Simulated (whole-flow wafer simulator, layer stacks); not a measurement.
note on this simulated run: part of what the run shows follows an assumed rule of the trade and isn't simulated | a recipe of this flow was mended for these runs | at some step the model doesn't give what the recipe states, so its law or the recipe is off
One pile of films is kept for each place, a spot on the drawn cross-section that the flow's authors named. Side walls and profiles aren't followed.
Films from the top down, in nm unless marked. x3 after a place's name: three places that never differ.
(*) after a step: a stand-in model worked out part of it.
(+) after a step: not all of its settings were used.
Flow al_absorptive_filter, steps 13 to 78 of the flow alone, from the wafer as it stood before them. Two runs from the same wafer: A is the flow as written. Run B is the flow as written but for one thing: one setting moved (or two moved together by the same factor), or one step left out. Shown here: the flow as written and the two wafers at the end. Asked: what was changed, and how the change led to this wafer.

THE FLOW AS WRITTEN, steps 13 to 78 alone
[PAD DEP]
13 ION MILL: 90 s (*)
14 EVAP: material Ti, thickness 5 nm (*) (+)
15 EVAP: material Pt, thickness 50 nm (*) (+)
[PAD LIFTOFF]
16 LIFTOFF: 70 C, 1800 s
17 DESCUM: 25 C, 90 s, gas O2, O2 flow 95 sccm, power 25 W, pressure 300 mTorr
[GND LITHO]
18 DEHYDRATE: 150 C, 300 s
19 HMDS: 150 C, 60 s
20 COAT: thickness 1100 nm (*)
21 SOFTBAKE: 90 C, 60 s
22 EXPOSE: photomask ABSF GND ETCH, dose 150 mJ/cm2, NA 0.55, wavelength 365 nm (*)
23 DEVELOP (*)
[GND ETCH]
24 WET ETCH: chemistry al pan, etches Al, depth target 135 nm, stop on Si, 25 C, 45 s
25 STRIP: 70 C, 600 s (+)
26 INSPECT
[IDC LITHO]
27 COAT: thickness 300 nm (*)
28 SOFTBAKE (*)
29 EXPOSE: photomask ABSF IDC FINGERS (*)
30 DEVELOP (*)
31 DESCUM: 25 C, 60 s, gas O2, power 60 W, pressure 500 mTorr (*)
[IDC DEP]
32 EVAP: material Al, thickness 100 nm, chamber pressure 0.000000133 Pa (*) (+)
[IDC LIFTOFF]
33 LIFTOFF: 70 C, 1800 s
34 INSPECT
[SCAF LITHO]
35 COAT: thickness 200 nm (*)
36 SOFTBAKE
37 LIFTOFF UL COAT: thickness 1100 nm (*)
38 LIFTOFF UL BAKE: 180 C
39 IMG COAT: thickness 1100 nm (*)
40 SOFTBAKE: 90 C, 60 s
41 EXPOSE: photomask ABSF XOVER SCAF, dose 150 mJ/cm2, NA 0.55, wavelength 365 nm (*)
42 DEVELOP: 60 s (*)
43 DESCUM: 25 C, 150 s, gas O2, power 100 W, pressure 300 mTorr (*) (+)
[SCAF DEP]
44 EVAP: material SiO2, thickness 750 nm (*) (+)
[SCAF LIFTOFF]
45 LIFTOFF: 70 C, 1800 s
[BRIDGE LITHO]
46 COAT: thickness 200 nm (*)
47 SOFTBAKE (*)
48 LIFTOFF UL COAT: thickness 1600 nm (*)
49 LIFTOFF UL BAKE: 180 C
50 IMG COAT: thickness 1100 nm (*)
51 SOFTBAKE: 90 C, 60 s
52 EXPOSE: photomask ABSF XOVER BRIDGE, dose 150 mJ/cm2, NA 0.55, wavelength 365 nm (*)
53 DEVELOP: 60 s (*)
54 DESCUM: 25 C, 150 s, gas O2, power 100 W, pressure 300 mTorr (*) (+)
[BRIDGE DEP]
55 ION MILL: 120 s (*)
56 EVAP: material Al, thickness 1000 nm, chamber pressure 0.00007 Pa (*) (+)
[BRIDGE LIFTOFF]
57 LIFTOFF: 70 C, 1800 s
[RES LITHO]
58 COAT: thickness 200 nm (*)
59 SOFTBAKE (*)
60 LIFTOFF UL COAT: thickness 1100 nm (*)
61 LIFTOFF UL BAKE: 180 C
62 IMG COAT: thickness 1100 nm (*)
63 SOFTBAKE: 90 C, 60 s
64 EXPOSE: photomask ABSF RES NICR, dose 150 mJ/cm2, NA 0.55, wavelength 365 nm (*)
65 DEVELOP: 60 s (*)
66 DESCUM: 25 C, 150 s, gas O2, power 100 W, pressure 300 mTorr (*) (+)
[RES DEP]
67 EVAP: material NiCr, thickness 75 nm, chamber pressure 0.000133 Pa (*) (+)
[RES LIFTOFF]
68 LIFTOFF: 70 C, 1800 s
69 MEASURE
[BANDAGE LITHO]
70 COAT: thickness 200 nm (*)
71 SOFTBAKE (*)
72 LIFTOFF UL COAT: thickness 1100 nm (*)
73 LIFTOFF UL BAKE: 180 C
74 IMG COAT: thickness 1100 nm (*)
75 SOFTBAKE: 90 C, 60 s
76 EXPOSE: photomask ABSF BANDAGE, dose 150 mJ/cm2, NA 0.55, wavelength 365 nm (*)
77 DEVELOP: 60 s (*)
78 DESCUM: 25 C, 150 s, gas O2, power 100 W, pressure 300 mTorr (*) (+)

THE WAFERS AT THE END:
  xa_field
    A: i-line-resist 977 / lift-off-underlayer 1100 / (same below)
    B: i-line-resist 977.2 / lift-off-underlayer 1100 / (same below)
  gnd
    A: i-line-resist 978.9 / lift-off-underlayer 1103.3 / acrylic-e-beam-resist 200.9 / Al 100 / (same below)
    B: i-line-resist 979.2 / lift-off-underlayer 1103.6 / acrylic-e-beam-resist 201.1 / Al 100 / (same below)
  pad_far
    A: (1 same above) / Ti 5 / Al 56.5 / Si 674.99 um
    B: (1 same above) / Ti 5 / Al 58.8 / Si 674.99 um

The cause: step 13, ION MILL: 83 s was run, where the flow has 90 s.

How the change led to this, step by step:
  13 ION MILL: 90 s (*)
      gnd, ledge, res and 9 more: A i-line-resist -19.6 | B i-line-resist -18.1
      pad_far, pad_near: A Al -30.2 | B Al -27.8
